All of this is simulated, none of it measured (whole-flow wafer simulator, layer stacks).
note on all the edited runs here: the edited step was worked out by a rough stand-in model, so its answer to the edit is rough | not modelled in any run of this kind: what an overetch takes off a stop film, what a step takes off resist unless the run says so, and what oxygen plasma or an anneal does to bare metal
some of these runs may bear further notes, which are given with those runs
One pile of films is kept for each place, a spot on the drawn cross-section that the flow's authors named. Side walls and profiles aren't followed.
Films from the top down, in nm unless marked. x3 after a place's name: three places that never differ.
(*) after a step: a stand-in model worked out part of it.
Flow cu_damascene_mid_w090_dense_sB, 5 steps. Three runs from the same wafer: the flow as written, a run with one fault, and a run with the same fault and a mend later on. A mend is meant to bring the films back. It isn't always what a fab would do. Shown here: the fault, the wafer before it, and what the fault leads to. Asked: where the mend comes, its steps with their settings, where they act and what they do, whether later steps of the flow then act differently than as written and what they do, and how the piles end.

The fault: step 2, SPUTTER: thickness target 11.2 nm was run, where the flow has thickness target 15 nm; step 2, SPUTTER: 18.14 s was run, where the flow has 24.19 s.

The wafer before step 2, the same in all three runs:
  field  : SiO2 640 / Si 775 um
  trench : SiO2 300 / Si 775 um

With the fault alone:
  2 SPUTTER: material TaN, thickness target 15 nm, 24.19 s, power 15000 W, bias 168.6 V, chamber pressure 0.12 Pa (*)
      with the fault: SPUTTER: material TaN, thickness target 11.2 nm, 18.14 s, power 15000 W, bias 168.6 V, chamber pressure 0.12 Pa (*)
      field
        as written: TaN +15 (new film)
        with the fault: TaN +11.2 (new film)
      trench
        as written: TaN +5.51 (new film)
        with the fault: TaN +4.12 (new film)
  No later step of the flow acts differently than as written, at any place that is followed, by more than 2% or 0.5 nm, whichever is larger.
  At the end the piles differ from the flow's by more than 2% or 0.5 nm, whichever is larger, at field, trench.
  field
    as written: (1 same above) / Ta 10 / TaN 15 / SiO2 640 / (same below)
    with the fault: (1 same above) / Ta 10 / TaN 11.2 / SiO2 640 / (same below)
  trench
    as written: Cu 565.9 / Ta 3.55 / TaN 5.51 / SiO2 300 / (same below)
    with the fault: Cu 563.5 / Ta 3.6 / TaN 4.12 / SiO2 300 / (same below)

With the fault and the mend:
  The mend comes after step 2.
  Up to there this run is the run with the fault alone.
  2a SPUTTER: material TaN, thickness target 3.8 nm, 6.128 s, power 15000 W, bias 168.6 V, chamber pressure 0.12 Pa (*) (the flow's step 2 once more, with other settings)
      field
        TaN +3.8
      trench
        TaN +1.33
  No later step of the flow acts differently than as written, at any place that is followed, by more than 2% or 0.5 nm, whichever is larger.
  At the end the piles differ from the flow's only slightly at the places that both follow, by at most 2% or 0.5 nm, whichever is larger.
